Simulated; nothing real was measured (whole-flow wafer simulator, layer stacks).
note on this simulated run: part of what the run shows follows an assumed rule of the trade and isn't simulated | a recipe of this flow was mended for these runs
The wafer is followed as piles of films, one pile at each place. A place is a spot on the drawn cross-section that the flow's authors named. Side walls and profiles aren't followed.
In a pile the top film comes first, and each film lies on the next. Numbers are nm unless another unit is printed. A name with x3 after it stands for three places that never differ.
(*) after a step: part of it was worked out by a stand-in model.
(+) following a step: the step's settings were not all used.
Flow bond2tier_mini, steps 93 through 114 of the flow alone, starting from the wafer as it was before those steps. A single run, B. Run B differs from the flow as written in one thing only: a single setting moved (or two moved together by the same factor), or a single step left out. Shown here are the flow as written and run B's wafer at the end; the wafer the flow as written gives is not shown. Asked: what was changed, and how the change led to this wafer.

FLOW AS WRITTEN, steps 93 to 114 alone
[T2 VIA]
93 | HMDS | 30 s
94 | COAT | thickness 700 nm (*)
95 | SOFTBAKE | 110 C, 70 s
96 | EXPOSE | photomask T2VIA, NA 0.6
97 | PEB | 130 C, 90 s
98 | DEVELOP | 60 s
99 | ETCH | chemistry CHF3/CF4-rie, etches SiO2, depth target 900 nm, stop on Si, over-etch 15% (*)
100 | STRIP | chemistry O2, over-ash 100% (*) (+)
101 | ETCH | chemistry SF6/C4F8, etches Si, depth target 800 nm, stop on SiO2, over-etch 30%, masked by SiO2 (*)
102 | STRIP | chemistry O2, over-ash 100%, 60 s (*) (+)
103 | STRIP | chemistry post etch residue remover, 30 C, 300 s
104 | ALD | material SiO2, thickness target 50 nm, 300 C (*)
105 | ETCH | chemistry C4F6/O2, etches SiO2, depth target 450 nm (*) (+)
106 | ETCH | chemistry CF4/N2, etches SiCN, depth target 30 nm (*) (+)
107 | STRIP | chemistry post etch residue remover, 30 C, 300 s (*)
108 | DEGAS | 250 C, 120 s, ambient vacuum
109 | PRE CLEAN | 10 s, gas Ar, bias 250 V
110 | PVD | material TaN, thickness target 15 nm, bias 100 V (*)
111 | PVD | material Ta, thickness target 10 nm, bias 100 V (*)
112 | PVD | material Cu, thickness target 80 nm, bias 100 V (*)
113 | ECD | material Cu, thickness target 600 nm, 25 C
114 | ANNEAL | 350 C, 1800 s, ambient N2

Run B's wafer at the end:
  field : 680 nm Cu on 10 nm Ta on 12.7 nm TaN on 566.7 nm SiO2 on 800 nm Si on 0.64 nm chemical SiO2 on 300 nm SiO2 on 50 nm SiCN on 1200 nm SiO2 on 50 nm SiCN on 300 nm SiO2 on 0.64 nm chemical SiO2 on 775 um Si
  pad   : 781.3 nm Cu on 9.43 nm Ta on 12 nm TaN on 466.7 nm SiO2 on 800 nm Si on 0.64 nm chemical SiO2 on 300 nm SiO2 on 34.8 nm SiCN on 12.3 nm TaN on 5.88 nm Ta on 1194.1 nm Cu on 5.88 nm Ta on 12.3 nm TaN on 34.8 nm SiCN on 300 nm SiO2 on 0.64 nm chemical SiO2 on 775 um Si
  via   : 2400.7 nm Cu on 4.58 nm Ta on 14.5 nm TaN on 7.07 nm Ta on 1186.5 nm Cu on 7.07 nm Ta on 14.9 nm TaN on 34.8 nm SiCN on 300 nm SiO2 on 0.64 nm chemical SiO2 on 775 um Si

What caused this: step 110, PVD: thickness target 12.7 nm was run, though the flow has thickness target 15 nm.
The wafer lets one read it off: field has TaN 12.7, and step 110 as written asks for 15 nm.

How this came from the change, step by step:
  110 | PVD | material TaN, thickness target 15 nm, bias 100 V (*)
      field: TaN gains 12.7 (new film) (as written it would have been: TaN gains 15 (new film))
      pad: TaN gains 12 (new film) (as written it would have been: TaN gains 14.2 (new film))
      (also at 1 further place)
